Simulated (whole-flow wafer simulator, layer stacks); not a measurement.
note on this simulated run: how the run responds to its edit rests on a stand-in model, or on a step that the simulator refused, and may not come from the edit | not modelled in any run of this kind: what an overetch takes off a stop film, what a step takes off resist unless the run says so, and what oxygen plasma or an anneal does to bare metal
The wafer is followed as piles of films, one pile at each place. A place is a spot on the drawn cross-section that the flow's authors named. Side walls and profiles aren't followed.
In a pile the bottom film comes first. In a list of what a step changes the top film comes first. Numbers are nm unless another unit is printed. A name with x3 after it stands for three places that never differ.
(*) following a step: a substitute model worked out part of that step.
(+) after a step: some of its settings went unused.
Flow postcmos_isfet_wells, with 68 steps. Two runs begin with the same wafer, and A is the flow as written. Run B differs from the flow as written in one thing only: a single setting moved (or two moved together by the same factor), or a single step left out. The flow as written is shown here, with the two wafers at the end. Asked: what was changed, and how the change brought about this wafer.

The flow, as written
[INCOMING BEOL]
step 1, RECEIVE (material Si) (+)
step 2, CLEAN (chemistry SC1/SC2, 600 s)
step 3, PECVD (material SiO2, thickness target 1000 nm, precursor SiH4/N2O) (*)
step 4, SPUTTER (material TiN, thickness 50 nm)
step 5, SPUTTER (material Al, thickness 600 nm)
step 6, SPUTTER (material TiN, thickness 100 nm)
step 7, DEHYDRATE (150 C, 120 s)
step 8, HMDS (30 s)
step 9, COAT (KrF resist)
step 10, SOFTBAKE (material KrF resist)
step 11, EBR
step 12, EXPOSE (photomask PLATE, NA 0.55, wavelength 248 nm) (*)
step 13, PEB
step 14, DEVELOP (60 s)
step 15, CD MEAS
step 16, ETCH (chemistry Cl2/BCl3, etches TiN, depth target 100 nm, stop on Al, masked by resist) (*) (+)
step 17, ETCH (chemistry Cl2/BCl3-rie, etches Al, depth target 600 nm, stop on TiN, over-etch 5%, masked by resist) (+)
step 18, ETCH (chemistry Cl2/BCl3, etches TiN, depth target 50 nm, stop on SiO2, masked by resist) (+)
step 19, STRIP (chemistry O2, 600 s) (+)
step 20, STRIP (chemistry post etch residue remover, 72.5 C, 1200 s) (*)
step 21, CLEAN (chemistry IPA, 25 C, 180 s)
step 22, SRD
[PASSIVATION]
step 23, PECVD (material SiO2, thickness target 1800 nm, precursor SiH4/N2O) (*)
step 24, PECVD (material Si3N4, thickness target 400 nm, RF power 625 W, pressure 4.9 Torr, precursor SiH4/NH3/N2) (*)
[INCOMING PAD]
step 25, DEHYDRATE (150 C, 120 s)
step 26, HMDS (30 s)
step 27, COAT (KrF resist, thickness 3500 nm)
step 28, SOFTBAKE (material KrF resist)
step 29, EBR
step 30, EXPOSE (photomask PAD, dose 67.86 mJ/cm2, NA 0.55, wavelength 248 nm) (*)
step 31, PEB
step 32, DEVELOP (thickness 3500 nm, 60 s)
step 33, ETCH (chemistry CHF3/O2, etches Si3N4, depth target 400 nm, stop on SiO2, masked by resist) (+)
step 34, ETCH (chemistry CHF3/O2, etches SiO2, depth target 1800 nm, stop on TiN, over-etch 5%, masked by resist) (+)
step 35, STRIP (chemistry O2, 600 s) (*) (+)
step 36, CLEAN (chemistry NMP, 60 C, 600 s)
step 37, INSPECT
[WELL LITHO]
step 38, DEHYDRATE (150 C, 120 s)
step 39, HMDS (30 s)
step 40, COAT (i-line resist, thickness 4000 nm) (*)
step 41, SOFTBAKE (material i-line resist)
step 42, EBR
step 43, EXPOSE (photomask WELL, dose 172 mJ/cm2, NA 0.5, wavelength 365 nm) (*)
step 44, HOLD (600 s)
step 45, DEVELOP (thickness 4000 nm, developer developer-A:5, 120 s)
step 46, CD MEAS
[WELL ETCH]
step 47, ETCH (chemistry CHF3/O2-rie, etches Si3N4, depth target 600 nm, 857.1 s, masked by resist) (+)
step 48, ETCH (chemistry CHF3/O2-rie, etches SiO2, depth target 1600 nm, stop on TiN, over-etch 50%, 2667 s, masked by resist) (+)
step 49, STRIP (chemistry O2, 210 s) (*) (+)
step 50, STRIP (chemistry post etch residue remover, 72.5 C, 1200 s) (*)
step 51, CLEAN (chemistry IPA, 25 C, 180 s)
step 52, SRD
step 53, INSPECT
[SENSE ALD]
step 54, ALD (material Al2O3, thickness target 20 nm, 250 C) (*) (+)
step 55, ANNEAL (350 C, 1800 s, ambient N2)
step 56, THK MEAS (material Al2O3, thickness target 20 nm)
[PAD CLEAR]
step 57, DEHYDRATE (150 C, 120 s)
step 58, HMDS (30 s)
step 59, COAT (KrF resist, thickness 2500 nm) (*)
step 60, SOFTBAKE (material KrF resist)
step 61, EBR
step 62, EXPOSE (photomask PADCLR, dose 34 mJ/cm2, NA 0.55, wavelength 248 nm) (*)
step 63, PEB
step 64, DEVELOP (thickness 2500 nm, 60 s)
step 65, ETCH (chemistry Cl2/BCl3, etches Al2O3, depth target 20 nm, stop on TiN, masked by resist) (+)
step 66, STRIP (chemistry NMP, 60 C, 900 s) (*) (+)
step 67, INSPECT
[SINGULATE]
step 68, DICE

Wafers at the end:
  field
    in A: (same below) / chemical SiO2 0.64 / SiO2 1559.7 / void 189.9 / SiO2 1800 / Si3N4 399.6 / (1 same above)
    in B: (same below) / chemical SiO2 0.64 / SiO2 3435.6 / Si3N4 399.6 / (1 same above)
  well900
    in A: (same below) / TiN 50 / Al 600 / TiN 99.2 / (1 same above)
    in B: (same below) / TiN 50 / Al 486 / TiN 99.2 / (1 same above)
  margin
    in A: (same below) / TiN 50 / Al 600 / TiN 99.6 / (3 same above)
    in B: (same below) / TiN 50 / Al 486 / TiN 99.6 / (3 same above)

What caused this: step 5, SPUTTER: thickness 486 nm was run, whereas the flow has thickness 600 nm.
The wafer itself shows it: well900 has Al 486, and step 5 as written asks for 600 nm.

How this came from the change, step by step:
  step 5, SPUTTER (material Al, thickness 600 nm)
      field, margin, well900, well1300 x3, pad_rim, pad_clr, pad_open: A Al gains 600 (new film) | B Al gains 486 (new film)
  step 17, ETCH (chemistry Cl2/BCl3-rie, etches Al, depth target 600 nm, stop on TiN, over-etch 5%, masked by resist) (+)
      margin, well900, well1300 x3, pad_rim, pad_clr, pad_open: A KrF resist loses 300 | B KrF resist loses 255.1
      field: A Al loses 600 (all of it) | B Al loses 486 (all of it)
  step 19, STRIP (chemistry O2, 600 s) (+)
      margin, well900, well1300 x3, pad_rim, pad_clr, pad_open: A KrF resist loses 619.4 (all of it) | B KrF resist loses 664.2 (all of it)
  step 23, PECVD (material SiO2, thickness target 1800 nm, precursor SiH4/N2O) (*)
      field: A SiO2 gains 1800 (new film), void gains 189.9 (new film), SiO2 gains 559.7 | B SiO2 gains 2435.6
